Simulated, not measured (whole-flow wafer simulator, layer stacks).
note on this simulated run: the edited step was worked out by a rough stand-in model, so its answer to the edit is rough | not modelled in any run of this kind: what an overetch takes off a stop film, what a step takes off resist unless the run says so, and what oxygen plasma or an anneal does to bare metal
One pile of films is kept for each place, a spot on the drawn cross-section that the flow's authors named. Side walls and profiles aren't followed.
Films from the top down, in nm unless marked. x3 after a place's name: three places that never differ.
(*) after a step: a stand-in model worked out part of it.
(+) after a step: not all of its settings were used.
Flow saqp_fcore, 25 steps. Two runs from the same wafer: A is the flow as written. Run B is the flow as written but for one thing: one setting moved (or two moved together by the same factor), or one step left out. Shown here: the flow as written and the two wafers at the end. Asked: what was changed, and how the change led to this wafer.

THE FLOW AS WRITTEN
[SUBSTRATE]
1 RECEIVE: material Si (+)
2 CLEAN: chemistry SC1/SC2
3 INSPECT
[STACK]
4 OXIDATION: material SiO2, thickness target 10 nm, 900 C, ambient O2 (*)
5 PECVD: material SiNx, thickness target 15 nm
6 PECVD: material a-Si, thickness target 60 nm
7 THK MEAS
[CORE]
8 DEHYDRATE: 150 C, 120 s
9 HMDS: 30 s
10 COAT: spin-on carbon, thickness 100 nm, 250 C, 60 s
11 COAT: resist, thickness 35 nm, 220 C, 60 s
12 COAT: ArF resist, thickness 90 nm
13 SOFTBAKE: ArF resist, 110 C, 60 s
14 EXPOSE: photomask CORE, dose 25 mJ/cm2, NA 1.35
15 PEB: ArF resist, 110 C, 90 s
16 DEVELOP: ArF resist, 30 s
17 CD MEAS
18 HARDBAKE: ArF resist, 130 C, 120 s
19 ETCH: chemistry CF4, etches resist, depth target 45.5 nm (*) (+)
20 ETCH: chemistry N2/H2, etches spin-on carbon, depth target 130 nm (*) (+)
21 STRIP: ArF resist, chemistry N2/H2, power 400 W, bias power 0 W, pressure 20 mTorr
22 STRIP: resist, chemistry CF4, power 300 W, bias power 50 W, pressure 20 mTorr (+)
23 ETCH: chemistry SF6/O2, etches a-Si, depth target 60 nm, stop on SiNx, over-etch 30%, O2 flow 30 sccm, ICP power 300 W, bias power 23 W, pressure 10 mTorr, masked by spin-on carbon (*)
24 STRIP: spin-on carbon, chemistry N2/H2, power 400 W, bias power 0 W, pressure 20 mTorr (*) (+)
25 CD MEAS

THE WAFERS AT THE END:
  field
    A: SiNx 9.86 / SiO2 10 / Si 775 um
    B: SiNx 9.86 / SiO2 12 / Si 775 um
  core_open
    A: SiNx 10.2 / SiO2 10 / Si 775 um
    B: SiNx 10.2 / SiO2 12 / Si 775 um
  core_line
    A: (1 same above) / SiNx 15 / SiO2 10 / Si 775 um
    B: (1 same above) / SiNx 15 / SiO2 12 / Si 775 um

The cause: step 4, OXIDATION: thickness target 12 nm was run, where the flow has thickness target 10 nm.
It can be read off the wafer: field has SiO2 12, and step 4 as written asks for 10 nm.

How the change led to this, step by step:
  4 OXIDATION: material SiO2, thickness target 10 nm, 900 C, ambient O2 (*)
      field, core_open, core_line: A SiO2 +10 (new film), chemical SiO2 -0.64 (all of it), Si -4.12 | B SiO2 +12 (new film), chemical SiO2 -0.64 (all of it), Si -5
